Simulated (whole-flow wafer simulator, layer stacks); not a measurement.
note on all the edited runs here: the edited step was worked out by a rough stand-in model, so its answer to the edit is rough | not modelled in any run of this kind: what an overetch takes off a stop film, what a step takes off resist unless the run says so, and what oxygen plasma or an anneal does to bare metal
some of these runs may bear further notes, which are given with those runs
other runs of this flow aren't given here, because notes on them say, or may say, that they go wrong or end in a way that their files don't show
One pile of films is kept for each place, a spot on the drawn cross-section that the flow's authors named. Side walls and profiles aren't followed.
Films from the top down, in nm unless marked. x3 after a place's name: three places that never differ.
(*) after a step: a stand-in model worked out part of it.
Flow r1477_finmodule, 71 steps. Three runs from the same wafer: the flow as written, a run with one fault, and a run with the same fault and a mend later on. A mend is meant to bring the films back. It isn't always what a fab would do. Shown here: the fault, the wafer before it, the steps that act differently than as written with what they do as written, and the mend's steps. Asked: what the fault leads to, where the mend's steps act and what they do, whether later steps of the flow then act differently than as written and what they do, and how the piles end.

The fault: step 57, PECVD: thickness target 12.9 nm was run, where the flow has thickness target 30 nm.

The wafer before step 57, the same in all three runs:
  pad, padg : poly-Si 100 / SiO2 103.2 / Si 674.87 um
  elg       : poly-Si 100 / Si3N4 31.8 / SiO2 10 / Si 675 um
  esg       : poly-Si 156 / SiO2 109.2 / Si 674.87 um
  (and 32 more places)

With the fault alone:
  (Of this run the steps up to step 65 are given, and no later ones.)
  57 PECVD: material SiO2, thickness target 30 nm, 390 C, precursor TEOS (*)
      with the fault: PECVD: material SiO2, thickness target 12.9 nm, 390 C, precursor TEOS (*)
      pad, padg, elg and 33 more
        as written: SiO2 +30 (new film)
        with the fault: SiO2 +12.9 (new film)
  No later step of the flow up to step 65 acts differently than as written, at any place that is followed, by more than 2% or 0.5 nm, whichever is larger.
  After step 65 the piles differ from the flow's by more than 2% or 0.5 nm, whichever is larger, at pad, padg, elg and 33 more.
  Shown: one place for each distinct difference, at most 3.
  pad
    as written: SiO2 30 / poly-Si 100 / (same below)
    with the fault: SiO2 12.9 / poly-Si 100 / (same below)
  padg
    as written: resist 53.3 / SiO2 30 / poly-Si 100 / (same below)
    with the fault: resist 53.3 / SiO2 12.9 / poly-Si 100 / (same below)
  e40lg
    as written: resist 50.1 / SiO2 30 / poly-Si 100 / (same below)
    with the fault: resist 50.1 / SiO2 12.9 / poly-Si 100 / (same below)

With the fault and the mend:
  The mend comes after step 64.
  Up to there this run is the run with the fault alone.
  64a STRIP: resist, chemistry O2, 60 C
      padg, elg, esg
        resist -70 (all of it)
      e40lg, e100lg, e200lg
        resist -66.9 (all of it)
      s40sg, s45sg
        resist -91 (all of it)
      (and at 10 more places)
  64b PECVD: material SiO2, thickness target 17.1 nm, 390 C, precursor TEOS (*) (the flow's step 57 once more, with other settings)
      pad, padg, elg and 33 more
        SiO2 +17.1
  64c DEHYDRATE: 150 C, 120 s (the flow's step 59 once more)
      changes no film at any place that is followed
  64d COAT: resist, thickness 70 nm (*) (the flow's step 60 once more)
      e40lg, e100lg, e200lg, elo, e40lo, e100lo, e200lo
        resist +66.9 (new film)
      pad, padg, elg, esg
        resist +70 (new film)
      s40sg, s45sg, s40so, s45so
        resist +91 (new film)
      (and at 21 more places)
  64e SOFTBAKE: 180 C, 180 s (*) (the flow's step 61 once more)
      changes no film at any place that is followed
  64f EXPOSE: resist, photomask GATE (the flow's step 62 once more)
      changes no film at any place that is followed
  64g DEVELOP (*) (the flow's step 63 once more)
      elo, e40lo, e100lo, e200lo
        resist -66.9 (all of it)
      eso, e40so
        resist -129.5 (all of it)
      s40so, s45so
        resist -91 (all of it)
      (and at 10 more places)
  No later step of the flow acts differently than as written at any place that is followed.
  At the end the piles are the same as the flow's at every place that both follow.
